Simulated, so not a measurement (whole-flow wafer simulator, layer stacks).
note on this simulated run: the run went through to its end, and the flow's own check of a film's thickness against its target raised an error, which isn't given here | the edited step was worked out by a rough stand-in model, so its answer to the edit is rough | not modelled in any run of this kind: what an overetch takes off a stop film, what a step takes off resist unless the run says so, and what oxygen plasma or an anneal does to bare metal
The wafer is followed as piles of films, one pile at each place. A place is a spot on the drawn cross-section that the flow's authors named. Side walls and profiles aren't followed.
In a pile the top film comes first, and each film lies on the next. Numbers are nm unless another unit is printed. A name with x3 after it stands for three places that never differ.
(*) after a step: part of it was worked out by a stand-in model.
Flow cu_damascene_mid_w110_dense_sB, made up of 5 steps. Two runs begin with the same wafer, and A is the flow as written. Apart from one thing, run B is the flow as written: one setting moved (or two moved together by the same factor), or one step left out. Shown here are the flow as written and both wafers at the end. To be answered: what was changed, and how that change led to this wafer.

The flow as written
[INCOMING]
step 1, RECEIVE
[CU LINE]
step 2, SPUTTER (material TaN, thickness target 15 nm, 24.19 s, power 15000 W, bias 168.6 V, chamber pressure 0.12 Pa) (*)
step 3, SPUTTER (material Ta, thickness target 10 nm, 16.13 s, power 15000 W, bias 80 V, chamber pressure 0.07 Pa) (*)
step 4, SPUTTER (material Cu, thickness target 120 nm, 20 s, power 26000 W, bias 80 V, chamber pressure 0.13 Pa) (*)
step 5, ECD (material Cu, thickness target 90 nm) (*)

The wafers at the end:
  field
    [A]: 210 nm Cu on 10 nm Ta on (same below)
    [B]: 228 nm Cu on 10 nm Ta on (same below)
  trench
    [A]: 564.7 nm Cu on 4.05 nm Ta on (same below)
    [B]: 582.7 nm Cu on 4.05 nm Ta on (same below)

What caused this: step 4, SPUTTER: thickness target 138 nm was run, though the flow has thickness target 120 nm; step 4, SPUTTER: 23 s was run, where the flow has 20 s.

Step by step, how the change led to this:
  step 4, SPUTTER (material Cu, thickness target 120 nm, 20 s, power 26000 W, bias 80 V, chamber pressure 0.13 Pa) (*)
      field: A +120 Cu (new film) | B +138 Cu (new film)
      trench: A +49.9 Cu (new film) | B +57.4 Cu (new film)
